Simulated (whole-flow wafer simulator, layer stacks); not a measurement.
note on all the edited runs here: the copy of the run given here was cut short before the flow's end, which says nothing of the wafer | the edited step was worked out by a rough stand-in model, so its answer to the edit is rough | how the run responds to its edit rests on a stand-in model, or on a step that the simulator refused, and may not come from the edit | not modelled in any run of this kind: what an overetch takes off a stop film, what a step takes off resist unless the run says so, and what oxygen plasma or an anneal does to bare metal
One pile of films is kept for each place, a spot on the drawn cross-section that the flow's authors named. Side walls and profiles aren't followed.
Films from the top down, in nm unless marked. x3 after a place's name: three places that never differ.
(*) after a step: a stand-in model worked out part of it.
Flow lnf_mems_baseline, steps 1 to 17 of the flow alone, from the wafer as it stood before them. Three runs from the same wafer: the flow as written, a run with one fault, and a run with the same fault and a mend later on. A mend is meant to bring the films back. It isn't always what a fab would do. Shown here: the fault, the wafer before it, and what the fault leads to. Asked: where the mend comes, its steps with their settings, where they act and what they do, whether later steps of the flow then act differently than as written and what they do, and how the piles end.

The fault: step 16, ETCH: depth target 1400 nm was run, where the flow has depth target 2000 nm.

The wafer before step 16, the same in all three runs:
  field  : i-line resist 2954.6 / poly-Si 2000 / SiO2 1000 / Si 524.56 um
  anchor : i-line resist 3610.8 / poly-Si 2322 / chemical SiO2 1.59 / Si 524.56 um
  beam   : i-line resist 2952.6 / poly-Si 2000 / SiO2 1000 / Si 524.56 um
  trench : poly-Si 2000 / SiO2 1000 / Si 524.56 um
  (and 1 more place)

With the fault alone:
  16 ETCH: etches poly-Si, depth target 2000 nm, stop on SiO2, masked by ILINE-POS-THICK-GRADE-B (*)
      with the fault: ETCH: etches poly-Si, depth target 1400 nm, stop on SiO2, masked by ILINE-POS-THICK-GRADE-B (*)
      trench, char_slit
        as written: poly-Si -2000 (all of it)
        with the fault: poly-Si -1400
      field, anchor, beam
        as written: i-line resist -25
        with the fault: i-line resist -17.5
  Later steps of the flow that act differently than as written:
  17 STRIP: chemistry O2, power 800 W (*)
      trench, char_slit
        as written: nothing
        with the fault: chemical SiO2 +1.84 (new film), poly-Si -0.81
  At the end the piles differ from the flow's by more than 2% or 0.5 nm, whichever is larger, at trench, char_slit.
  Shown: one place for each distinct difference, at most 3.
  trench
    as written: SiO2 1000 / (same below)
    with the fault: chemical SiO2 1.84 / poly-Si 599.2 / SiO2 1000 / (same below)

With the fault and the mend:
  The mend comes after step 16.
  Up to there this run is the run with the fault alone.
  16a ETCH: etches poly-Si, depth target 600 nm, stop on SiO2, masked by ILINE-POS-THICK-GRADE-B (*) (the flow's step 16 once more, with other settings)
      field, anchor, beam
        i-line resist -7.5
      trench, char_slit
        poly-Si -600 (all of it)
  No later step of the flow acts differently than as written at any place that is followed.
  At the end the piles are the same as the flow's at every place that both follow.
